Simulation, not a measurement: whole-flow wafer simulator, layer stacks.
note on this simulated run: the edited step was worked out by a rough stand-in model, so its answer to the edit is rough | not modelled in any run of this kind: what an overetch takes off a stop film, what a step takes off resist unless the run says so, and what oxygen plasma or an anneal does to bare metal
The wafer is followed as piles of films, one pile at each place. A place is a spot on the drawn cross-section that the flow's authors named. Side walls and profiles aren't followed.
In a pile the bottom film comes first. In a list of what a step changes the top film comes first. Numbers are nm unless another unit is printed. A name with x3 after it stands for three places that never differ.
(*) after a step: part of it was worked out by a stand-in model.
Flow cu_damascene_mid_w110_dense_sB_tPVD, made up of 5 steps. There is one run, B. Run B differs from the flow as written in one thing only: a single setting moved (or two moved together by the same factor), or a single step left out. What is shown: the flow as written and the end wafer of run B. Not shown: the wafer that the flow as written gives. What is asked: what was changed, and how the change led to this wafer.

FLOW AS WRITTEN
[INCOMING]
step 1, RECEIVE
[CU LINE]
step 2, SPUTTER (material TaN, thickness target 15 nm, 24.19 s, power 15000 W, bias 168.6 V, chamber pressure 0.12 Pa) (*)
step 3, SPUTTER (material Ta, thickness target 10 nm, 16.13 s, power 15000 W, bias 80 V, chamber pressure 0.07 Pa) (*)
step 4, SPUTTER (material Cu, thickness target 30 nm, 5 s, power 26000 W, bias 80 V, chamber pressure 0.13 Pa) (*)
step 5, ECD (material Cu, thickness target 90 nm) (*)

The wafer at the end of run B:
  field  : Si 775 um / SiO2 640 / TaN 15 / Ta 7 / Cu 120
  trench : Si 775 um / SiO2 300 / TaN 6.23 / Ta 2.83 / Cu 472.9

What caused this: step 3, SPUTTER: thickness target 7 nm was run, while the flow as written has thickness target 10 nm; step 3, SPUTTER: 11.29 s was run, where the flow has 16.13 s.
The wafer itself shows it: field has Ta 7, and step 3 as written asks for 10 nm.

How this came from the change, step by step:
  step 3, SPUTTER (material Ta, thickness target 10 nm, 16.13 s, power 15000 W, bias 80 V, chamber pressure 0.07 Pa) (*)
      field: +7 Ta (new film) (in the flow as written it would be: +10 Ta (new film))
      trench: +2.83 Ta (new film) (in the flow as written it would be: +4.05 Ta (new film))
